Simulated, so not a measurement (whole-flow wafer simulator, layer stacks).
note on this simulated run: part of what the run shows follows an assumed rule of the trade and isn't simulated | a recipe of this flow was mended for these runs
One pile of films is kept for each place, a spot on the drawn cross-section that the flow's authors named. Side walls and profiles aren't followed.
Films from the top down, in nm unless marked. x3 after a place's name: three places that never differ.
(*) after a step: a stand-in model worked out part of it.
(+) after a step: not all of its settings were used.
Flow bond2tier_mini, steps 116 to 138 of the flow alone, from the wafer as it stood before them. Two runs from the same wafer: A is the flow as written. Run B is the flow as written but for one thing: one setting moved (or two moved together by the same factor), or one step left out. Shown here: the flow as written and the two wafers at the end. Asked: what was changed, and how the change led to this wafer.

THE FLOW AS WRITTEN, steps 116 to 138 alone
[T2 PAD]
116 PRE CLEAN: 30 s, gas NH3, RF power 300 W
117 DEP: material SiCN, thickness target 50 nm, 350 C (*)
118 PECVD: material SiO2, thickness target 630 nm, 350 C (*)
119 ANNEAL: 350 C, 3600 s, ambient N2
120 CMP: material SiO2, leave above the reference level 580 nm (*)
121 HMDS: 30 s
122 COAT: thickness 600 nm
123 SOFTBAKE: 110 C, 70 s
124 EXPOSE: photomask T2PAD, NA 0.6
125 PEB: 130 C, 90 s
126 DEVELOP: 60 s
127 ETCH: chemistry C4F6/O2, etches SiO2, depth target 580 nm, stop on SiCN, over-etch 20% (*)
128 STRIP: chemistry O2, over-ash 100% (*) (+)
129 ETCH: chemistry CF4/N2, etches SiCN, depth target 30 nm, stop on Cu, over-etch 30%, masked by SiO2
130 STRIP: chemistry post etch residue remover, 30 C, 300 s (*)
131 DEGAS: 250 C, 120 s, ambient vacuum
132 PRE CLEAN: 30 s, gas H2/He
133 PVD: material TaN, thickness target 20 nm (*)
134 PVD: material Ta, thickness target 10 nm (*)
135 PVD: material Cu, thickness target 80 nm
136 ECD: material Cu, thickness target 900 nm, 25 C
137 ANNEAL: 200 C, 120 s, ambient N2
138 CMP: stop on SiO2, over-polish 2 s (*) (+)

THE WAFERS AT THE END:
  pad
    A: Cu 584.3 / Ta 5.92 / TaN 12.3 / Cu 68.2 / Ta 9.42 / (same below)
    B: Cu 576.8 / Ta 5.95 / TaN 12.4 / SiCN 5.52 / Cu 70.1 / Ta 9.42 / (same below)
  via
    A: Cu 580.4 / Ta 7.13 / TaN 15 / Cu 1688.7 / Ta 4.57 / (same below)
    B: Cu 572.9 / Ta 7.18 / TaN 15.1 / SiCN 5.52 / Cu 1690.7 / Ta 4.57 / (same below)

The cause: step 127, ETCH: depth target 510.4 nm was run, where the flow has depth target 580 nm.

How the change led to this, step by step:
  127 ETCH: chemistry C4F6/O2, etches SiO2, depth target 580 nm, stop on SiCN, over-etch 20% (*)
      pad, via: A SiO2 -580 (all of it), SiCN -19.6 | B SiO2 -580 (all of it), SiCN -5.48
      field: A thick-KrF-resist -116 | B thick-KrF-resist -102.1
  128 STRIP: chemistry O2, over-ash 100% (*) (+)
      field: A thick-KrF-resist -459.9 (all of it) | B thick-KrF-resist -473.9 (all of it)
  129 ETCH: chemistry CF4/N2, etches SiCN, depth target 30 nm, stop on Cu, over-etch 30%, masked by SiO2
      pad, via: A SiCN -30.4 (all of it), Cu -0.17 | B SiCN -39
  130 STRIP: chemistry post etch residue remover, 30 C, 300 s (*)
      pad, via: A Cu -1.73 | B nothing
Counting metal films that touch as one body, pad has 3 bodies (between them, from the top down: SiCN 5.52; SiO2 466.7 / Si 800 / chemical SiO2 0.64 / SiO2 300 / SiCN 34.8); the flow as written gives 2 bodies (between them, from the top down: SiO2 466.7 / Si 800 / chemical SiO2 0.64 / SiO2 300 / SiCN 34.8).
Counting metal films that touch as one body, via has 2 bodies (between them, from the top down: SiCN 5.52); the flow as written gives 1 body.
